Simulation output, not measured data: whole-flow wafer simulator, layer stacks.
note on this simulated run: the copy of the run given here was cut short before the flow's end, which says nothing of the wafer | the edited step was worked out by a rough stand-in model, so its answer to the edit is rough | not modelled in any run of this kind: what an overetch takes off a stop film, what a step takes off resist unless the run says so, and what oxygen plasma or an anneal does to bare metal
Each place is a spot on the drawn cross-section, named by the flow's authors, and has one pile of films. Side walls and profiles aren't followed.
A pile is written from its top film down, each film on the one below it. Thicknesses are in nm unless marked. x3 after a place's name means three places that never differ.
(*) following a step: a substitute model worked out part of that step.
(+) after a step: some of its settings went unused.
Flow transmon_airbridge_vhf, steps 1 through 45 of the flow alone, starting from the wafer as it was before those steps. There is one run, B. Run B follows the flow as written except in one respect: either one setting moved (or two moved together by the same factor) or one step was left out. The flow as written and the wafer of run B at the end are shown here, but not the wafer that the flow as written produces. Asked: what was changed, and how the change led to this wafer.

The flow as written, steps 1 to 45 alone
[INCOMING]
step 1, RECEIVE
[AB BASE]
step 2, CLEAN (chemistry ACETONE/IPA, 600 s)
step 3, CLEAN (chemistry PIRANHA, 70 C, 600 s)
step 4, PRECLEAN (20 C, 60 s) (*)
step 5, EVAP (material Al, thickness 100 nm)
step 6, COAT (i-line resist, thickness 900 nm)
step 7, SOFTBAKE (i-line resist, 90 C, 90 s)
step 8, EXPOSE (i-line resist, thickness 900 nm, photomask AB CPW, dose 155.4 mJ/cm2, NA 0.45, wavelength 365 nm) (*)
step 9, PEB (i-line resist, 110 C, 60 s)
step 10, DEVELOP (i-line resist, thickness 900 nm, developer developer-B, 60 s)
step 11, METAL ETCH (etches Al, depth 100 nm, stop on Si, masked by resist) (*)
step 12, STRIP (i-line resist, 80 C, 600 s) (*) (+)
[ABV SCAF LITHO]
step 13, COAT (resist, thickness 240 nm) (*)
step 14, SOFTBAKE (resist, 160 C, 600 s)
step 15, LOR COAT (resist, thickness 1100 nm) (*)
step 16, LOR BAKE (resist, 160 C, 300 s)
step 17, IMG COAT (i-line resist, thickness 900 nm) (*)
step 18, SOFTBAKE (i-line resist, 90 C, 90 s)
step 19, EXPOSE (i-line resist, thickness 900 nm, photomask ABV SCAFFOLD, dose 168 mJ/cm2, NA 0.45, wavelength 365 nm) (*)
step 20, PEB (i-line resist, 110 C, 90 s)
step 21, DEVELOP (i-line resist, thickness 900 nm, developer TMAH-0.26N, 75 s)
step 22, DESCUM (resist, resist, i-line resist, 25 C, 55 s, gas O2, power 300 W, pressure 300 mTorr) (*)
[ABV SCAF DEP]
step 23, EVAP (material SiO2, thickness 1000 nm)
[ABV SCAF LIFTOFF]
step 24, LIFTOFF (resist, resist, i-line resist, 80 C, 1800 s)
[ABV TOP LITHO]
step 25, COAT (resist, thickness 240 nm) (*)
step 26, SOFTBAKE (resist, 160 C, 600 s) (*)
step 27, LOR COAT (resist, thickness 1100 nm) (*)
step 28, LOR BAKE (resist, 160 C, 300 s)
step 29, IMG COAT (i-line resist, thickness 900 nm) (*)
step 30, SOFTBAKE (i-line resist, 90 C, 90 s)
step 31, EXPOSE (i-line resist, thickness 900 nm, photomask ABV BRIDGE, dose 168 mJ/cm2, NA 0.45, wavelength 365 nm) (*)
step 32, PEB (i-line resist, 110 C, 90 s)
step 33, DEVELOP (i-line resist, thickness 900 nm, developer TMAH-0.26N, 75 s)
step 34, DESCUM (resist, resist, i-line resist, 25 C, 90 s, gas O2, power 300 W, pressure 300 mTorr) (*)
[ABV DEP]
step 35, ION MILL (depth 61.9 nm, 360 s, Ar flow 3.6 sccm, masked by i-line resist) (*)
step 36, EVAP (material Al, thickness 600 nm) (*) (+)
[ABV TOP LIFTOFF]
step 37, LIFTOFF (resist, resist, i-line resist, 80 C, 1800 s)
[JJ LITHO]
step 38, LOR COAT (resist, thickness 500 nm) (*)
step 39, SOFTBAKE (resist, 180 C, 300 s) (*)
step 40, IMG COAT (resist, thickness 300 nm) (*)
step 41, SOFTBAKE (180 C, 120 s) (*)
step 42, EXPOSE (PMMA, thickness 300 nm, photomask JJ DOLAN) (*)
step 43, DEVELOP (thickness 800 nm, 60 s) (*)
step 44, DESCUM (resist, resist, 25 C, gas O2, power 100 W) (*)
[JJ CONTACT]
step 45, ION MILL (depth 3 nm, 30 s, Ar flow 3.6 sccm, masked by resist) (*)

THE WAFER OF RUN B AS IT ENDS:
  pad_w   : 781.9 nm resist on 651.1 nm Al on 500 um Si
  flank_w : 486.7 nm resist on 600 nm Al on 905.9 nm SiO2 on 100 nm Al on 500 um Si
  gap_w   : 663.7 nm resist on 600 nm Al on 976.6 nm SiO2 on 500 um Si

Cause: step 35, ION MILL: 234 s was run, though the flow has 360 s.

The path from the change to this, step by step:
  step 35, ION MILL (depth 61.9 nm, 360 s, Ar flow 3.6 sccm, masked by i-line resist) (*)
      field x3, jj_line, ground_far, trace_open_s x2, margin_s, margin_n: i-line resist loses 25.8 (as written it would have been: i-line resist loses 39.7)
      flank_w, gap_w, cpw_trace, gap_e, flank_e, bridge_strip: SiO2 loses 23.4 (as written it would have been: SiO2 loses 36)
      (and at 2 other places as well)
  step 37, LIFTOFF (resist, resist, i-line resist, 80 C, 1800 s)
      field x3, jj_line, trace_open_s x2: Al loses 600 (all of it), i-line resist loses 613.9 (all of it), resist loses 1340 (all of it) (as written it would have been: Al loses 600 (all of it), i-line resist loses 600 (all of it), resist loses 1340 (all of it))
      margin_s, margin_n: Al loses 600 (all of it), i-line resist loses 332.2 (all of it), resist loses 992 (all of it) (as written it would have been: Al loses 600 (all of it), i-line resist loses 318.3 (all of it), resist loses 992 (all of it))
